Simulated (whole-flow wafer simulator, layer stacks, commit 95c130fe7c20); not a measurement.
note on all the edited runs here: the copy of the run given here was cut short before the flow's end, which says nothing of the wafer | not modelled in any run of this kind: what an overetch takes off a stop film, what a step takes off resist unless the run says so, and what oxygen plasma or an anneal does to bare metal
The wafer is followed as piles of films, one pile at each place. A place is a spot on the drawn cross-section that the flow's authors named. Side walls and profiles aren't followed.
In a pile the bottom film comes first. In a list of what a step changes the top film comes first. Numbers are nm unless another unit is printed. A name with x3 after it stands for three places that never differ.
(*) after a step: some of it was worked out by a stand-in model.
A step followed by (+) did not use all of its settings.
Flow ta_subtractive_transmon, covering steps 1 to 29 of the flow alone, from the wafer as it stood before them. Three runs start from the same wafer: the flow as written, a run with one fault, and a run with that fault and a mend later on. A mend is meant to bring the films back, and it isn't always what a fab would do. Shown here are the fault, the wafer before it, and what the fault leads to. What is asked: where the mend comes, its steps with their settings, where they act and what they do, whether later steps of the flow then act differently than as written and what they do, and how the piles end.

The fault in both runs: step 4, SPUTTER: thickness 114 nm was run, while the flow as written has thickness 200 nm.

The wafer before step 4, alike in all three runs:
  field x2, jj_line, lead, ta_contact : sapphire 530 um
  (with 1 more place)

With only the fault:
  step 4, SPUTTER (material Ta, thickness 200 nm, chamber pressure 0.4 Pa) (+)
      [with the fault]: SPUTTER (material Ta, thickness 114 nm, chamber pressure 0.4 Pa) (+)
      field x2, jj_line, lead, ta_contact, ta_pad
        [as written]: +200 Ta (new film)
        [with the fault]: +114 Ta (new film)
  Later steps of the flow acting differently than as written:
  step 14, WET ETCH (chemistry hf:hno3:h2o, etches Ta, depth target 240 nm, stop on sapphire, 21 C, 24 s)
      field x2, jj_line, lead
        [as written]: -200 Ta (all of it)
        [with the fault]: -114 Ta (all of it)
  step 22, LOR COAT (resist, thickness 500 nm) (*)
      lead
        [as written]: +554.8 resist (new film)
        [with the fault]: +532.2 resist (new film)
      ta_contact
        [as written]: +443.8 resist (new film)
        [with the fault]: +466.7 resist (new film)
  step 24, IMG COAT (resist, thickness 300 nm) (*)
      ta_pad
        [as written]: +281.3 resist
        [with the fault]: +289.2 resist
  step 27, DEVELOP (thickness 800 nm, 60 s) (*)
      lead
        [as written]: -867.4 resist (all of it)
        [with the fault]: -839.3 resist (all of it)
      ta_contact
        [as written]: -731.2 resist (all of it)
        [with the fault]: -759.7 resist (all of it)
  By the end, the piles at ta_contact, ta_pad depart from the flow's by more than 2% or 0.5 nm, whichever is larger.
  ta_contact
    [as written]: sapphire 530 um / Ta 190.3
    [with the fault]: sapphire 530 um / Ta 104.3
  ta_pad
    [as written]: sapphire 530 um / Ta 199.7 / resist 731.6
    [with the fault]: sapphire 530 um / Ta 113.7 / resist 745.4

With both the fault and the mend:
  The mend stands after step 5.
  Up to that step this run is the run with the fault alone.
  step 5a, SPUTTER (material Ta, thickness 86 nm, chamber pressure 0.4 Pa) (+) (a further turn of the flow's step 4, with different settings)
      field x2, jj_line, lead, ta_contact, ta_pad
        +86 Ta
  Later steps of the flow that are run all act as written at every place that is followed.
  The piles end the same as the flow's at every place that both follow.
